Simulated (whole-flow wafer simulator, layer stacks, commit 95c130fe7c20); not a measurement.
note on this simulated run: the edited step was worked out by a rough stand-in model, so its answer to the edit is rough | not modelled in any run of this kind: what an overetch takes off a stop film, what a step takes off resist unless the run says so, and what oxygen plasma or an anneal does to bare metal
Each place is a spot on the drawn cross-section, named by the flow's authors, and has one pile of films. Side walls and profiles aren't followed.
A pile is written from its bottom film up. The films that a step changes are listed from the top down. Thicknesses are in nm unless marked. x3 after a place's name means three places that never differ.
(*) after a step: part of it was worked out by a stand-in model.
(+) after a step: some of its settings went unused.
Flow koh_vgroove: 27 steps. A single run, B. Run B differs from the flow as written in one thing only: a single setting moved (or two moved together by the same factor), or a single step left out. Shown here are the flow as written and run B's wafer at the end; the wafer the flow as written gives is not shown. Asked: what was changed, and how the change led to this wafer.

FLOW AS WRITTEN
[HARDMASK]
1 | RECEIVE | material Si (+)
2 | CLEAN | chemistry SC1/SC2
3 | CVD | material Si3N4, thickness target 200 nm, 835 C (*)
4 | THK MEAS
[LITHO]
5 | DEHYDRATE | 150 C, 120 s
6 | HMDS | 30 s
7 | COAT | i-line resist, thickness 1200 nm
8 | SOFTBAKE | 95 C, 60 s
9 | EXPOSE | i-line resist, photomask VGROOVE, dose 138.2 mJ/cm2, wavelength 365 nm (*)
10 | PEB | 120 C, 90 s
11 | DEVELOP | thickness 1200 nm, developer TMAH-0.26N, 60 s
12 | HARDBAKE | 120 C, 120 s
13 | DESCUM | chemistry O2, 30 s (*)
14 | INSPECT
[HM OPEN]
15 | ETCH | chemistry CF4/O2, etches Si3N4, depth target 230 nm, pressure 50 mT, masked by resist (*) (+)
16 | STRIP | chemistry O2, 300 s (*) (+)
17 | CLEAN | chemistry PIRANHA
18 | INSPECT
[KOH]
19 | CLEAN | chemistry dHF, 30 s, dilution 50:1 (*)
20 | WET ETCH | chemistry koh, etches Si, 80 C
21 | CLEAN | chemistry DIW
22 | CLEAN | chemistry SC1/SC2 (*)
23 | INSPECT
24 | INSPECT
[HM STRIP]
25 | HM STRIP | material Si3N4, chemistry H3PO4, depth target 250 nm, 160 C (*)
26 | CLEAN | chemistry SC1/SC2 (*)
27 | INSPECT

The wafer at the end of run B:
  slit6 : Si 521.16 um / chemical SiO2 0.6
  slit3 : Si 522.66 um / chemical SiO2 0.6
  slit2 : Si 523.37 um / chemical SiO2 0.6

Cause: step 15, ETCH: depth target 316 nm was run, whereas the flow has depth target 230 nm.

The path from the change to this, step by step:
  15 | ETCH | chemistry CF4/O2, etches Si3N4, depth target 230 nm, pressure 50 mT, masked by resist (*) (+)
      slit3, slit2, slit6, slit20: -200 Si3N4 (all of it), -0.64 chemical SiO2 (all of it), -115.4 Si (as written it would have been: -200 Si3N4 (all of it), -0.64 chemical SiO2 (all of it), -29.4 Si)
      field: -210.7 i-line resist (as written it would have been: -153.3 i-line resist)
  16 | STRIP | chemistry O2, 300 s (*) (+)
      field: -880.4 i-line resist (all of it) (as written it would have been: -937.7 i-line resist (all of it))
